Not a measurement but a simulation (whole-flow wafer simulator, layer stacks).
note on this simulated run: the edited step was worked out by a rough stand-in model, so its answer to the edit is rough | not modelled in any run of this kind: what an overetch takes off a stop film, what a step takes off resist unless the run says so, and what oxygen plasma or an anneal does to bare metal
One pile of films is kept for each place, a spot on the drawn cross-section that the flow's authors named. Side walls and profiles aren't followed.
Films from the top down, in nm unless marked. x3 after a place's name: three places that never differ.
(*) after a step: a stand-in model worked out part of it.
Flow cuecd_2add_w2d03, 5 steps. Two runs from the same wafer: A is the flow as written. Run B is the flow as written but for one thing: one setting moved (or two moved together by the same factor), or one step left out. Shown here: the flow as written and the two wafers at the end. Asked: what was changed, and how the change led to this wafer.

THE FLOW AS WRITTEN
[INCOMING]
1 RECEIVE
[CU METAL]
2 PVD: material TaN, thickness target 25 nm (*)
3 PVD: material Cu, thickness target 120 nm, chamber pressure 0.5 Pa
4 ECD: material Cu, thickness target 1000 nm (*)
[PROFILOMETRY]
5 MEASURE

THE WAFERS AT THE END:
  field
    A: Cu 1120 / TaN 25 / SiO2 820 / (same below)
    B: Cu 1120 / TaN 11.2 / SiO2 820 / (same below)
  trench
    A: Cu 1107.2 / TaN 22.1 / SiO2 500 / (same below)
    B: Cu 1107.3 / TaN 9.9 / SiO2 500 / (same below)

The cause: step 2, PVD: thickness target 11.2 nm was run, where the flow has thickness target 25 nm.
It can be read off the wafer: field has TaN 11.2, and step 2 as written asks for 25 nm.

How the change led to this, step by step:
  2 PVD: material TaN, thickness target 25 nm (*)
      field: A TaN +25 (new film) | B TaN +11.2 (new film)
      trench: A TaN +22.1 (new film) | B TaN +9.9 (new film)
